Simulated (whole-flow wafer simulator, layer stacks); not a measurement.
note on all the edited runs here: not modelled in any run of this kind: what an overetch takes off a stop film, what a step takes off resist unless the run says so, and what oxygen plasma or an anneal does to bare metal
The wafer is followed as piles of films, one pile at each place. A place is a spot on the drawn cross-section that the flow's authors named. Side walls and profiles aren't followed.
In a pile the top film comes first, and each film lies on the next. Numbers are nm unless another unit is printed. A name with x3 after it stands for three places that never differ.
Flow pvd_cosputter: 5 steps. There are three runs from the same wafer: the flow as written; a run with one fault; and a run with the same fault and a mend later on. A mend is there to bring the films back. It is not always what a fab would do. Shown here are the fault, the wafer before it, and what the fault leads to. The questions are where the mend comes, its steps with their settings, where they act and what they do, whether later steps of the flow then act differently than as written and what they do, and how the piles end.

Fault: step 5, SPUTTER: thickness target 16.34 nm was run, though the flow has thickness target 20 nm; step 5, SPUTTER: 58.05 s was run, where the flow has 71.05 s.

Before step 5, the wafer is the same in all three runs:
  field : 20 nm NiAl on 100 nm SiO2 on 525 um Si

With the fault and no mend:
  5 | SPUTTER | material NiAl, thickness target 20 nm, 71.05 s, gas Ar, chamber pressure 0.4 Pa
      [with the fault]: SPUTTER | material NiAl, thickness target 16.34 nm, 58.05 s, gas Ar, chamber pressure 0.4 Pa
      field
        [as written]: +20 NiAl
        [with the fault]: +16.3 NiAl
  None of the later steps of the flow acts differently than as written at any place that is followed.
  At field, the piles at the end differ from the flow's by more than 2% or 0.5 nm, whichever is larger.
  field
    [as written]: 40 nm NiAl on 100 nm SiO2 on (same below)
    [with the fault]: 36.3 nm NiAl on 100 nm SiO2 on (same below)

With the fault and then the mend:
  After step 5 comes the mend.
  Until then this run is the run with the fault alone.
  5a | SPUTTER | material NiAl, thickness target 3.66 nm, 13 s, gas Ar, chamber pressure 0.4 Pa (the flow's step 5 again, with other settings)
      field
        +3.66 NiAl
  None of the later steps of the flow acts differently than as written at any place that is followed.
  The piles end the same as the flow's at every place that both follow.
